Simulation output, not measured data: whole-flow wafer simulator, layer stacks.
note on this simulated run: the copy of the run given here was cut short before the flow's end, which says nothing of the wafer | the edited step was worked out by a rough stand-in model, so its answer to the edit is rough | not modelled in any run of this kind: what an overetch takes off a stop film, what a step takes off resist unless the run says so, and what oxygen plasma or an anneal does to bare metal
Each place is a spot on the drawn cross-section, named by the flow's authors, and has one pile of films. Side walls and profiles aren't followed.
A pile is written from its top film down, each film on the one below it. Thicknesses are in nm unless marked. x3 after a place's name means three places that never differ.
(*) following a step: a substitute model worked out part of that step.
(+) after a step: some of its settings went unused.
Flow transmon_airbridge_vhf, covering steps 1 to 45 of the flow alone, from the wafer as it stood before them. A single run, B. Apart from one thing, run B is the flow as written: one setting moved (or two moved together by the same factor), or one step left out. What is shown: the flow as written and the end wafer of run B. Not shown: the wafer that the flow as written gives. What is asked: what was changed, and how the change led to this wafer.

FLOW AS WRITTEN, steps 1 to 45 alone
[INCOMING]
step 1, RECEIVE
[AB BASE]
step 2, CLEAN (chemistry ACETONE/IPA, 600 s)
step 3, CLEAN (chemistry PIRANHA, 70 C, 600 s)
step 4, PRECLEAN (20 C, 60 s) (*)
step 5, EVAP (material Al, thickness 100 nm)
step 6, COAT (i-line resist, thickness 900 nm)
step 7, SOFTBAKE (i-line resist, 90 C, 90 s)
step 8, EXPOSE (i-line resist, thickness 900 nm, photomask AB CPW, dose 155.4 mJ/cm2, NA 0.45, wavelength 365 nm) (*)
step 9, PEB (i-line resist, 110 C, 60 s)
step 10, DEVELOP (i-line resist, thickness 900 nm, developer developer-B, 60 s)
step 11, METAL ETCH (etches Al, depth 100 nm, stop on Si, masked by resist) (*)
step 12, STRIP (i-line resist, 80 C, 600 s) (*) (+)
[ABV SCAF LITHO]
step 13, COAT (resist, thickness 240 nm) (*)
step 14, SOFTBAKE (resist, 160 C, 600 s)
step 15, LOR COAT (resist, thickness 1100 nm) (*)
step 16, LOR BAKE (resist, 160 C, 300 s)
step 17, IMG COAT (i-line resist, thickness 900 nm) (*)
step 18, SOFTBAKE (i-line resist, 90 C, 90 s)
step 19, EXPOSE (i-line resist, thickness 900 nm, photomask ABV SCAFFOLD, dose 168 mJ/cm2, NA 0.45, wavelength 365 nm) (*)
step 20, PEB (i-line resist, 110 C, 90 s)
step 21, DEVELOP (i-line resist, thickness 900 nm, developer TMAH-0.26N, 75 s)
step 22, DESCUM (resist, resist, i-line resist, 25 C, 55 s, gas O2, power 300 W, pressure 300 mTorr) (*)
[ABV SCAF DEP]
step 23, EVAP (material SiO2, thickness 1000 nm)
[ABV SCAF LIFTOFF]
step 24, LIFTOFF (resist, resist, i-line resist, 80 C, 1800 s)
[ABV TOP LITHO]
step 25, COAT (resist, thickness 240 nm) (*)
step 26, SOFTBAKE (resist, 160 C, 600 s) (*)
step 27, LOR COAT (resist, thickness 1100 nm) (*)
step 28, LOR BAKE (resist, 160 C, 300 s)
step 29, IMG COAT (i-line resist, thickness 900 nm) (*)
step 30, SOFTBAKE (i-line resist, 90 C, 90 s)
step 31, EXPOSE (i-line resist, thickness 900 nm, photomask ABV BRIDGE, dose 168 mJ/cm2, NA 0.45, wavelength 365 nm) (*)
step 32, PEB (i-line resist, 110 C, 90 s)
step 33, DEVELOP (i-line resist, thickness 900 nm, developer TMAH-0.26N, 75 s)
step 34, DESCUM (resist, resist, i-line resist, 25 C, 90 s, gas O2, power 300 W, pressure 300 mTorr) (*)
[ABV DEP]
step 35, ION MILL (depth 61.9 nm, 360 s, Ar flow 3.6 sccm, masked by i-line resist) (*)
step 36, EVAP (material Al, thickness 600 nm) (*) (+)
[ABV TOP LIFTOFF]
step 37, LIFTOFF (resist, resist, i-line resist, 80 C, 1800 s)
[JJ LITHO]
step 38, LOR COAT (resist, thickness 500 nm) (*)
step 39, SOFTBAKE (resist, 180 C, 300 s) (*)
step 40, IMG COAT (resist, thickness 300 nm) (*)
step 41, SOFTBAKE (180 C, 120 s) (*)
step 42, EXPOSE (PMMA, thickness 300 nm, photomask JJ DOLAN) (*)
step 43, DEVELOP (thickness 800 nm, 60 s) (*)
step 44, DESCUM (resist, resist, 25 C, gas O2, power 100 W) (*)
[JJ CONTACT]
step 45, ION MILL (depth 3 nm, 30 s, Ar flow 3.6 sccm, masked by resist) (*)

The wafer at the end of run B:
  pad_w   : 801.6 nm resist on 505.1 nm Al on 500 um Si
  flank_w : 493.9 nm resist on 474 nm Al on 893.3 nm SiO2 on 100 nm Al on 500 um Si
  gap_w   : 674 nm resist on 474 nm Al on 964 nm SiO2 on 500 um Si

What caused this: step 36, EVAP: thickness 474 nm was run, whereas the flow has thickness 600 nm.
The wafer itself shows it: flank_w has Al 474, and step 36 as written asks for 600 nm.

How this came from the change, step by step:
  step 36, EVAP (material Al, thickness 600 nm) (*) (+)
      field x3, jj_line, ground_far and 10 more: Al gains 474 (new film) (it would be, as written: Al gains 600 (new film))
      pad_w, pad_e: Al gains 467.1 (it would be, as written: Al gains 591.2)
  step 37, LIFTOFF (resist, resist, i-line resist, 80 C, 1800 s)
      field x3, jj_line, trace_open_s x2: Al loses 474 (all of it), i-line resist loses 600 (all of it), resist loses 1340 (all of it) (it would be, as written: Al loses 600 (all of it), i-line resist loses 600 (all of it), resist loses 1340 (all of it))
      margin_s, margin_n: Al loses 474 (all of it), i-line resist loses 318.3 (all of it), resist loses 992 (all of it) (it would be, as written: Al loses 600 (all of it), i-line resist loses 318.3 (all of it), resist loses 992 (all of it))
      (and at 1 other place as well)
  step 38, LOR COAT (resist, thickness 500 nm) (*)
      pad_w, pad_e: resist gains 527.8 (new film) (it would be, as written: resist gains 517 (new film))
      margin_s, margin_n: resist gains 434.7 (new film) (it would be, as written: resist gains 445.3 (new film))
      (and at 1 other place as well)
  step 40, IMG COAT (resist, thickness 300 nm) (*)
      bridge_strip: resist gains 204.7 (it would be, as written: resist gains 197.1)
